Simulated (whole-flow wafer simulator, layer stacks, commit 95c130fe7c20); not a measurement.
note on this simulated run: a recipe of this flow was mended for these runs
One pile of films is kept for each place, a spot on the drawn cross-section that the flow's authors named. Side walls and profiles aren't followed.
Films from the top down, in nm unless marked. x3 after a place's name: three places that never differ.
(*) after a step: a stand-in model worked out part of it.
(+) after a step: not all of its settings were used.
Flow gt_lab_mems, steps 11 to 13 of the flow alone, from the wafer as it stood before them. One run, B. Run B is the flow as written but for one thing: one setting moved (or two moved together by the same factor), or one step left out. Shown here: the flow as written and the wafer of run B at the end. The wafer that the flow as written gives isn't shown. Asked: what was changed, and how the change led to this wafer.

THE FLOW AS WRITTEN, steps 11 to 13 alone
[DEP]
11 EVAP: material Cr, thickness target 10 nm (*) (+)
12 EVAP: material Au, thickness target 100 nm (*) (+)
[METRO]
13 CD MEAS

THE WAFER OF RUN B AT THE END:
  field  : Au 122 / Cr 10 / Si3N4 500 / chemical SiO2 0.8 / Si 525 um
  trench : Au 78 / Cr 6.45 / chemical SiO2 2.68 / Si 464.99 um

The cause: step 12, EVAP: thickness target 122 nm was run, where the flow has thickness target 100 nm.
It can be read off the wafer: field has Au 122, and step 12 as written asks for 100 nm.

How the change led to this, step by step:
  12 EVAP: material Au, thickness target 100 nm (*) (+)
      field: Au +122 (new film) (as written it would be: Au +100 (new film))
      trench: Au +78 (new film) (as written it would be: Au +64.1 (new film))
